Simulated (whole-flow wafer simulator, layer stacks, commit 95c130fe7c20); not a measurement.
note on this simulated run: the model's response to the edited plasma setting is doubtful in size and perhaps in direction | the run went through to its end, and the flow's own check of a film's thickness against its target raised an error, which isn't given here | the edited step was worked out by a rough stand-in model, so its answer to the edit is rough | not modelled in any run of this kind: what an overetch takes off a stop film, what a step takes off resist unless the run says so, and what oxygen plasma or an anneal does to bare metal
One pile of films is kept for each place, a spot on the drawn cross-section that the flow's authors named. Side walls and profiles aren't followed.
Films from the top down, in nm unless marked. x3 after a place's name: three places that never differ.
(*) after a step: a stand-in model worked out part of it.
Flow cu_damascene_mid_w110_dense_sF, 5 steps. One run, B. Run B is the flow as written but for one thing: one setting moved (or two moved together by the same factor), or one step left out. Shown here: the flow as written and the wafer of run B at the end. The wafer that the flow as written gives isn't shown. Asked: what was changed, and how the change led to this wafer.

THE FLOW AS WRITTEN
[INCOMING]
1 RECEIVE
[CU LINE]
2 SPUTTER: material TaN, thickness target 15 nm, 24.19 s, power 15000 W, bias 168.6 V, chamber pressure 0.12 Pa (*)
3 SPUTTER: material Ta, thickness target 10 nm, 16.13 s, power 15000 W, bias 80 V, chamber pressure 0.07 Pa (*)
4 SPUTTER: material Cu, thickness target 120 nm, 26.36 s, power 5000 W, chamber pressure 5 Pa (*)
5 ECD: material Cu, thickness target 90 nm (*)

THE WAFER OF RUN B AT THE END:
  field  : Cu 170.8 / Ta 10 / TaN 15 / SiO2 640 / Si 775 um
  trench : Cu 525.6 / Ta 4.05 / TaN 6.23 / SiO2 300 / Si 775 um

The cause: step 4, SPUTTER: power 3680 W was run, where the flow has power 5000 W.

How the change led to this, step by step:
  4 SPUTTER: material Cu, thickness target 120 nm, 26.36 s, power 5000 W, chamber pressure 5 Pa (*)
      field: Cu +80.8 (new film) (as written it would be: Cu +120 (new film))
      trench: Cu +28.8 (new film) (as written it would be: Cu +35.7 (new film))
  5 ECD: material Cu, thickness target 90 nm (*)
      trench: Cu +496.8 (as written it would be: Cu +529)
